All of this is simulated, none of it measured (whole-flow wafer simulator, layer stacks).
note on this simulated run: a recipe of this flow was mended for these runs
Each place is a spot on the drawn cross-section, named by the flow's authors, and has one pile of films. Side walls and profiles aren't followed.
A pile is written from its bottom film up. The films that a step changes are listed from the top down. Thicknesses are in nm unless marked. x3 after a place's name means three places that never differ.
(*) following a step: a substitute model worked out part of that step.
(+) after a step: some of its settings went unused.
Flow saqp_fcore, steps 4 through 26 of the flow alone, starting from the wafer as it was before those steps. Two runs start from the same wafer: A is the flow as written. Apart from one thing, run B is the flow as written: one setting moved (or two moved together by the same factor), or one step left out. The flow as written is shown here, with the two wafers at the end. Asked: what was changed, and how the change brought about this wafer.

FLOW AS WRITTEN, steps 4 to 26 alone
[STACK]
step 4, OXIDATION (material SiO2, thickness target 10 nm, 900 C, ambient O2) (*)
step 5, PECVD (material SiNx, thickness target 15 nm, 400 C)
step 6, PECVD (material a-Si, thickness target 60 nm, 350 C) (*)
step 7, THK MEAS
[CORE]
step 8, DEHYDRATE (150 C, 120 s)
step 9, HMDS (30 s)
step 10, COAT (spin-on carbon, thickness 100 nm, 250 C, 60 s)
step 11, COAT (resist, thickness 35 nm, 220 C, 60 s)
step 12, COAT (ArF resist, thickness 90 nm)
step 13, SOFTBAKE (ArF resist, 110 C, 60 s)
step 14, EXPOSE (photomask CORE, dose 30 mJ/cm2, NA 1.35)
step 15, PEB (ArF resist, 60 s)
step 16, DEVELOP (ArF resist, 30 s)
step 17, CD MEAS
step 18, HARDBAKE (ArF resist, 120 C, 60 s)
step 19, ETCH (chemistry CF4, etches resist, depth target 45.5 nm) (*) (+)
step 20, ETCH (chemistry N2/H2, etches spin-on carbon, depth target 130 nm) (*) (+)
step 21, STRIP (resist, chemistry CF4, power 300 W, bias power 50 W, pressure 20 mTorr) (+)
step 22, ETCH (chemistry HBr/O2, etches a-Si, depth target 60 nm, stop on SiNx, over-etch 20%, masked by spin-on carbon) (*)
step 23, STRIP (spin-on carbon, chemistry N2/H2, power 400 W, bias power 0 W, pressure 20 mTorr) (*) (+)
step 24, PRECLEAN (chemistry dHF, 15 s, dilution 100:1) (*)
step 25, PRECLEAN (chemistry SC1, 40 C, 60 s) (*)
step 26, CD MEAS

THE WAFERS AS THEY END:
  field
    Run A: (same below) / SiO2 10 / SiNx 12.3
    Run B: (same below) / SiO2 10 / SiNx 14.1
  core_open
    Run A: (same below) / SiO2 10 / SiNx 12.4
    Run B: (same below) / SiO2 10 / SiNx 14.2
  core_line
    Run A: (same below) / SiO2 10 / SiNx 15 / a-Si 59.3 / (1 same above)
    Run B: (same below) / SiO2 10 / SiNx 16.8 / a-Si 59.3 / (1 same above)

The reason: step 5, PECVD: thickness target 16.8 nm was run, though the flow has thickness target 15 nm.
The wafer lets one read it off: core_line has SiNx 16.8, and step 5 as written asks for 15 nm.

Step by step, how the change led to this:
  step 5, PECVD (material SiNx, thickness target 15 nm, 400 C)
      field, core_open, core_line: A +15 SiNx (new film) | B +16.8 SiNx (new film)
